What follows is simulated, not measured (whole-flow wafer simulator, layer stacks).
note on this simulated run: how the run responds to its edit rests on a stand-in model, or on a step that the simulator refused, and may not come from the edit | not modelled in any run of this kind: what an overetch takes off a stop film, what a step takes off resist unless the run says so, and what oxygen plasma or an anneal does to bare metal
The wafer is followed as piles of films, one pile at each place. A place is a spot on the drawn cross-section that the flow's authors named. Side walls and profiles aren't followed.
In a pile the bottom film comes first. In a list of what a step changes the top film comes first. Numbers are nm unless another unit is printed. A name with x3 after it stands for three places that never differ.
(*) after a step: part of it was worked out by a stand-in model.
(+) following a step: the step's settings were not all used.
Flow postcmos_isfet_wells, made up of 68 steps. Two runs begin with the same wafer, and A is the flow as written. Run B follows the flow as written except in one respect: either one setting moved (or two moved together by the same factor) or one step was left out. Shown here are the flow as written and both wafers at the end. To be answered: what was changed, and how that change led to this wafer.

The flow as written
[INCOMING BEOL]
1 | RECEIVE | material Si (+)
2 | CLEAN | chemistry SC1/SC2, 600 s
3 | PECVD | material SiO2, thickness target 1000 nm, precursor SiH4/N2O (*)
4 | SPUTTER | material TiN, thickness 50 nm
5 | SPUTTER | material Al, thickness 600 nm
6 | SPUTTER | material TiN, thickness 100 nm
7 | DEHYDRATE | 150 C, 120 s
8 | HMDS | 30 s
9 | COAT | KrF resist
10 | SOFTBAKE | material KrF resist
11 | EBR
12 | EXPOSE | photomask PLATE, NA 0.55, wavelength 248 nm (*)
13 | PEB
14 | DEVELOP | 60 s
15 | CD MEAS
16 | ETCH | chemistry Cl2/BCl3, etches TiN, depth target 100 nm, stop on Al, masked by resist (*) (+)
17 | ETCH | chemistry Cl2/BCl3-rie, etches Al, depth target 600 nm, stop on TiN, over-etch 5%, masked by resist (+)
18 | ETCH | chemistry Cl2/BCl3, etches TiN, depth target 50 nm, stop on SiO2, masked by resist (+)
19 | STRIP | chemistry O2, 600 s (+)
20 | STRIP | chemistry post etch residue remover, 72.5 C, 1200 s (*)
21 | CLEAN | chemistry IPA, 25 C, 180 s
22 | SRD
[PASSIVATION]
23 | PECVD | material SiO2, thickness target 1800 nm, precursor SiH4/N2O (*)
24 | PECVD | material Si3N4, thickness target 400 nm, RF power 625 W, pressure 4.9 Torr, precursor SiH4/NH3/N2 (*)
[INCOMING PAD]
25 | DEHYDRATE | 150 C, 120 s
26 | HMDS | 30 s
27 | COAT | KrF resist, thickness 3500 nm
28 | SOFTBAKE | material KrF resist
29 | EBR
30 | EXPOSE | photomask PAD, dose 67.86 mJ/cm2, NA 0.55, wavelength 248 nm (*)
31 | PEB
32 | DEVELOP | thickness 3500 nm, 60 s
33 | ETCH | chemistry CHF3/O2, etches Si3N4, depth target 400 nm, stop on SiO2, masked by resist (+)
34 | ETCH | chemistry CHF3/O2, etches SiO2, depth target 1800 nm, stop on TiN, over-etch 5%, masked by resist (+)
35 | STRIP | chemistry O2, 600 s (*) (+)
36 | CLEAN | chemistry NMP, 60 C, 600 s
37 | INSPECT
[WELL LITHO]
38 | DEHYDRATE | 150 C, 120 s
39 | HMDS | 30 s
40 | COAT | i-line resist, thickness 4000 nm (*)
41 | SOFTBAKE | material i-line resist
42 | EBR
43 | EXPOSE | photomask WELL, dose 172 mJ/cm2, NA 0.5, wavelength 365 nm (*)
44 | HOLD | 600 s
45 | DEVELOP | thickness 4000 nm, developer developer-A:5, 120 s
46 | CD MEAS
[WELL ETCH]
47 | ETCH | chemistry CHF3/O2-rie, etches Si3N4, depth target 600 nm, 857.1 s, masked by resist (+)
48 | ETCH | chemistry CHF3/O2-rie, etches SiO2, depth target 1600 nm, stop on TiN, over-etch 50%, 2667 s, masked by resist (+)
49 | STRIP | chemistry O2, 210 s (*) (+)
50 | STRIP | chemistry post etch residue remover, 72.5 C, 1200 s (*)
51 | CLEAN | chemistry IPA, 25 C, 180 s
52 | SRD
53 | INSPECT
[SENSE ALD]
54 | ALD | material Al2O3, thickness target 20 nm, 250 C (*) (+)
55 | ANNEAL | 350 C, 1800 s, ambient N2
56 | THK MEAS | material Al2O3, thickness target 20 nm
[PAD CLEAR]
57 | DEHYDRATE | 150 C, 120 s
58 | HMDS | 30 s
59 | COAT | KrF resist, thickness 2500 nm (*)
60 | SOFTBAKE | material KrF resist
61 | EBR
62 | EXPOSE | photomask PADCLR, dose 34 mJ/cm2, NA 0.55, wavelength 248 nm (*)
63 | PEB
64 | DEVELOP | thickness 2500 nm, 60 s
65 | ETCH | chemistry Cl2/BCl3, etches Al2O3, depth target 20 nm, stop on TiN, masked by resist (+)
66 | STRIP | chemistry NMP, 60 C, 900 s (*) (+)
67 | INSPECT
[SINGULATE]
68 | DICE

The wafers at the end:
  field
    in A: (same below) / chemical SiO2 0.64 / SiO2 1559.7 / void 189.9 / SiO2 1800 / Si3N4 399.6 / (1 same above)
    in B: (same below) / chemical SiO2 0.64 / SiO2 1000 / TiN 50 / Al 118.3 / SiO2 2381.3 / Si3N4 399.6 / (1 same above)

Cause: step 17, ETCH: depth target 426 nm was run, though the flow has depth target 600 nm.

Step by step, how the change led to this:
  17 | ETCH | chemistry Cl2/BCl3-rie, etches Al, depth target 600 nm, stop on TiN, over-etch 5%, masked by resist (+)
      field: A Al loses 600 (all of it) | B Al loses 426
      margin, well900, well1300 x3, pad_rim, pad_clr, pad_open: A KrF resist loses 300 | B KrF resist loses 213
  18 | ETCH | chemistry Cl2/BCl3, etches TiN, depth target 50 nm, stop on SiO2, masked by resist (+)
      field: A TiN loses 50 (all of it) | B Al loses 50
  19 | STRIP | chemistry O2, 600 s (+)
      margin, well900, well1300 x3, pad_rim, pad_clr, pad_open: A KrF resist loses 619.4 (all of it) | B KrF resist loses 706.4 (all of it)
  20 | STRIP | chemistry post etch residue remover, 72.5 C, 1200 s (*)
      field: A nothing | B Al loses 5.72
  23 | PECVD | material SiO2, thickness target 1800 nm, precursor SiH4/N2O (*)
      field: A SiO2 gains 1800 (new film), void gains 189.9 (new film), SiO2 gains 559.7 | B SiO2 gains 2381.3 (new film)
If metal films that touch count as one body, field has 1 body; the flow as written gives 0 bodies.
